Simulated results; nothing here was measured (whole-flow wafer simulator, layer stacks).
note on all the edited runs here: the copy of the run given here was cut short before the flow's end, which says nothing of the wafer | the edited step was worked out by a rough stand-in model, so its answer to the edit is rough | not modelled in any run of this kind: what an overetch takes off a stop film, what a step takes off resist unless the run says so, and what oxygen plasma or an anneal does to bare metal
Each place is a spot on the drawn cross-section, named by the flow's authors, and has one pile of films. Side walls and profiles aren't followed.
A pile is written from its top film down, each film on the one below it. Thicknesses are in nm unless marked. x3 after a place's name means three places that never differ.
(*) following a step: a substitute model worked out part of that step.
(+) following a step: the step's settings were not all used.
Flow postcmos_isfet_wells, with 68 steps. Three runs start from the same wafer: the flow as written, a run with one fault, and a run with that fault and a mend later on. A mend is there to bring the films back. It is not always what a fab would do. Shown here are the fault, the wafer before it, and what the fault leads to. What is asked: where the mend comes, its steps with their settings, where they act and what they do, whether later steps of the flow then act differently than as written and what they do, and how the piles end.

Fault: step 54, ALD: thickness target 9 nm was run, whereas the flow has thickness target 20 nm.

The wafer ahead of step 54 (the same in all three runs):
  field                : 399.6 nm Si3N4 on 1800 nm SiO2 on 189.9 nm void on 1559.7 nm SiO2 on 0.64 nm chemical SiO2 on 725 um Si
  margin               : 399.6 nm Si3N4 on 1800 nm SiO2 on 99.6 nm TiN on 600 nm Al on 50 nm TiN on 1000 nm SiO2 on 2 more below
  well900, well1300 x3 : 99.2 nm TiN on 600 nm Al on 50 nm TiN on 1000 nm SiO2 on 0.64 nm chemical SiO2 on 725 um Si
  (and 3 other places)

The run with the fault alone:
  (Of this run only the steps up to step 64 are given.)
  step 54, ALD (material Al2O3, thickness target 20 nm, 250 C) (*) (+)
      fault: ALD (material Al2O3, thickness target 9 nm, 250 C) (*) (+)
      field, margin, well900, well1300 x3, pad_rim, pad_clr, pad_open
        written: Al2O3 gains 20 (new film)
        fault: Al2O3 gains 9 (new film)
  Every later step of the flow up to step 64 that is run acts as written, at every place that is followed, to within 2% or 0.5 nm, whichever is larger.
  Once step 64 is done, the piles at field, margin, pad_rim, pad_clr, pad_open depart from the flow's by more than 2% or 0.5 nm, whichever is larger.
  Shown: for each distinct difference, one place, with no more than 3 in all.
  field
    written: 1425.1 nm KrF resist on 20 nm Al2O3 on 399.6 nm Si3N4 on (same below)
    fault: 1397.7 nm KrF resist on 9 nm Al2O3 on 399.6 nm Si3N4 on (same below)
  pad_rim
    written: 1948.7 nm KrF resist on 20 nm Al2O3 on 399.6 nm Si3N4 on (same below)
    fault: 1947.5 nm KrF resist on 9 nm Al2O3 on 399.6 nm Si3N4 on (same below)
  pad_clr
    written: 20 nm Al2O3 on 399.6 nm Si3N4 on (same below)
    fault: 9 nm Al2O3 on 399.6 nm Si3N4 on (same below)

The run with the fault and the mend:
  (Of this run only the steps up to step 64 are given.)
  After step 54 comes the mend.
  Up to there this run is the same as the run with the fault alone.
  step 54a, ALD (material Al2O3, thickness target 11 nm, 250 C) (*) (+) (the flow's step 54 again, with other settings)
      field, margin, well900, well1300 x3, pad_rim, pad_clr, pad_open
        Al2O3 gains 11
  Every later step of the flow up to step 64 that is run acts as written at every place that is followed.
  At every place that both follow, the piles after step 64 match the flow's.
